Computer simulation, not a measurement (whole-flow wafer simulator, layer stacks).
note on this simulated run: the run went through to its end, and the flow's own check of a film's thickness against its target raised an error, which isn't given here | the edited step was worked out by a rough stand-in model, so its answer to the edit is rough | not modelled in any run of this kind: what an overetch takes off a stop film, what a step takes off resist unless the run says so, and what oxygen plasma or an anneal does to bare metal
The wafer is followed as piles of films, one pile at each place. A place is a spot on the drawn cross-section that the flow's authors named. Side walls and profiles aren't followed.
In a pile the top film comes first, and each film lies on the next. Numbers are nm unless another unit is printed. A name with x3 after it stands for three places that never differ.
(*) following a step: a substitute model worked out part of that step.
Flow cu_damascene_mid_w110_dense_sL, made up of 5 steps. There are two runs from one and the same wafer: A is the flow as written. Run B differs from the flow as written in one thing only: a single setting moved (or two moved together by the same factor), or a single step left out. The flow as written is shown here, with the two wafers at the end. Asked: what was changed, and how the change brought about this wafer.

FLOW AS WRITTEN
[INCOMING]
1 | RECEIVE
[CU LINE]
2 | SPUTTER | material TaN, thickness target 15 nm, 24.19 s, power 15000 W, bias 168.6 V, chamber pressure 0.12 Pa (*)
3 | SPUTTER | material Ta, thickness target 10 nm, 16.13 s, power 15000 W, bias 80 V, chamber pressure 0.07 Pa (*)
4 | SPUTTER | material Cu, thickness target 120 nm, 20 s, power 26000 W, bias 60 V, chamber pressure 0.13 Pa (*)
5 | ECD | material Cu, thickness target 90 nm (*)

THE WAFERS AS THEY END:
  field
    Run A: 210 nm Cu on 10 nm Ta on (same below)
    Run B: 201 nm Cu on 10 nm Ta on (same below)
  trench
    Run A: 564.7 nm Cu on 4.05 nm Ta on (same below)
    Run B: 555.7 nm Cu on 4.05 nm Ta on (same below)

Cause: step 5, ECD: thickness target 81 nm was run, though the flow has thickness target 90 nm.

How this came from the change, step by step:
  5 | ECD | material Cu, thickness target 90 nm (*)
      field: A Cu gains 90 | B Cu gains 81
